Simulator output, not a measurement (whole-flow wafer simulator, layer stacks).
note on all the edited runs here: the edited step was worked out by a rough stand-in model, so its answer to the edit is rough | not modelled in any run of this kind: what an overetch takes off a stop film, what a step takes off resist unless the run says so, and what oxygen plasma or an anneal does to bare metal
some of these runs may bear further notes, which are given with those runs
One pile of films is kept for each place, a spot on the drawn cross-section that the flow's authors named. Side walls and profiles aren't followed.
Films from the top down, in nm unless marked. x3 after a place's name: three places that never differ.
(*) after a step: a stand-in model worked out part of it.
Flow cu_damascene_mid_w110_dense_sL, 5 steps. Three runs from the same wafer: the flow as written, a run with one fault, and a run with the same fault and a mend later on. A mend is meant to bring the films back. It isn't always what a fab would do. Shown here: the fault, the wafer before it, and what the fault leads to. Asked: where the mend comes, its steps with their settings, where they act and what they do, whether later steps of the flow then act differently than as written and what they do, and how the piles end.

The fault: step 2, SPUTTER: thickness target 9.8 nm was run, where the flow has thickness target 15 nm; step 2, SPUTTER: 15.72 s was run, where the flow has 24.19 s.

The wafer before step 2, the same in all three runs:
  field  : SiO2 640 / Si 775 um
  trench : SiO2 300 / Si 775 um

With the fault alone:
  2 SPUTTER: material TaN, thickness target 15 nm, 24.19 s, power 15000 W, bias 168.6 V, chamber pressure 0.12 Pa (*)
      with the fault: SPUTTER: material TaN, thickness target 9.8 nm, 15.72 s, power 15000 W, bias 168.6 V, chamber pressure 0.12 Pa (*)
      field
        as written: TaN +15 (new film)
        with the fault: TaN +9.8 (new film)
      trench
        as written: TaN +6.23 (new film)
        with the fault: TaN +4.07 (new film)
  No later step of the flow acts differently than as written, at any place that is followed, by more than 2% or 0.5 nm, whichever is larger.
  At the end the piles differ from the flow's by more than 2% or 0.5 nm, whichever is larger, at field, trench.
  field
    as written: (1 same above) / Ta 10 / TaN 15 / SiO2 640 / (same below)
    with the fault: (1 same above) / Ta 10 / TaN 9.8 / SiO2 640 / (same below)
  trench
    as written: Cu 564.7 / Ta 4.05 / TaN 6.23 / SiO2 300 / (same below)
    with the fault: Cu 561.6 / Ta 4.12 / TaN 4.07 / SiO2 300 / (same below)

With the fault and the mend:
  The mend comes after step 2.
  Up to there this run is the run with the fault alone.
  2a SPUTTER: material TaN, thickness target 5.2 nm, 8.386 s, power 15000 W, bias 168.6 V, chamber pressure 0.12 Pa (*) (the flow's step 2 once more, with other settings)
      field
        TaN +5.2
      trench
        TaN +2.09
  No later step of the flow acts differently than as written, at any place that is followed, by more than 2% or 0.5 nm, whichever is larger.
  At the end the piles differ from the flow's only slightly at the places that both follow, by at most 2% or 0.5 nm, whichever is larger.
